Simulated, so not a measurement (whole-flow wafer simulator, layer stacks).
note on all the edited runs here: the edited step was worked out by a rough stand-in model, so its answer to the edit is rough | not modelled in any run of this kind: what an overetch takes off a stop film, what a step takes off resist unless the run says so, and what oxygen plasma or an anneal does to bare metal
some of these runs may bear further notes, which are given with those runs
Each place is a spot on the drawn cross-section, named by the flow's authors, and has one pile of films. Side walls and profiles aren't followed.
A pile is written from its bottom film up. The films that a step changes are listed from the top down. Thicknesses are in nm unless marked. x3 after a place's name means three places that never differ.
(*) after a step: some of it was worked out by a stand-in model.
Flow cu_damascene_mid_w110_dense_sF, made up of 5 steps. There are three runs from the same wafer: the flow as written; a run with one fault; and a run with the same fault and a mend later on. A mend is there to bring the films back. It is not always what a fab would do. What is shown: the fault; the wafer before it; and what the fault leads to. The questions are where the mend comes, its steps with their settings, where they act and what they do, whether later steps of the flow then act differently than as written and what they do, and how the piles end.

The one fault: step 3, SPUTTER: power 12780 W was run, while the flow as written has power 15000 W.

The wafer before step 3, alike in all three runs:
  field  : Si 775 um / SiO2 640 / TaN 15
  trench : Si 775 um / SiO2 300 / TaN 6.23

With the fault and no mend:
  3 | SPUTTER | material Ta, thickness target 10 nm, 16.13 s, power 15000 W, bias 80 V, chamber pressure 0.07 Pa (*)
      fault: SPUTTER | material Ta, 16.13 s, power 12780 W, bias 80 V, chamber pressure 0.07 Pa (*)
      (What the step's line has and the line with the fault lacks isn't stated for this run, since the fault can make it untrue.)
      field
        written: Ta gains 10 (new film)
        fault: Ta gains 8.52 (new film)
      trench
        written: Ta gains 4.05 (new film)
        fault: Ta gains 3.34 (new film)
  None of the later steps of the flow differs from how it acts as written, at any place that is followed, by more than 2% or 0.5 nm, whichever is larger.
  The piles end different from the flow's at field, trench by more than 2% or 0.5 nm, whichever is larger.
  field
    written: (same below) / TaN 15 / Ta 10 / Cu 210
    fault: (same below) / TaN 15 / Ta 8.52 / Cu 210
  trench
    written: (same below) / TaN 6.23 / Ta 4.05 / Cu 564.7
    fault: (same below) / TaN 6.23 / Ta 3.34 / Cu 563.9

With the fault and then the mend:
  The mend stands after step 3.
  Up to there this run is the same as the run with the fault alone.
  3a | SPUTTER | material Ta, 2.445 s, power 15000 W, bias 80 V, chamber pressure 0.07 Pa (*) (the flow's step 3 again, with other settings)
      field
        Ta gains 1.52
      trench
        Ta gains 0.6
  None of the later steps of the flow differs from how it acts as written, at any place that is followed, by more than 2% or 0.5 nm, whichever is larger.
  The piles end only slightly different from the flow's at the places that both follow, by no more than 2% or 0.5 nm, whichever is larger.
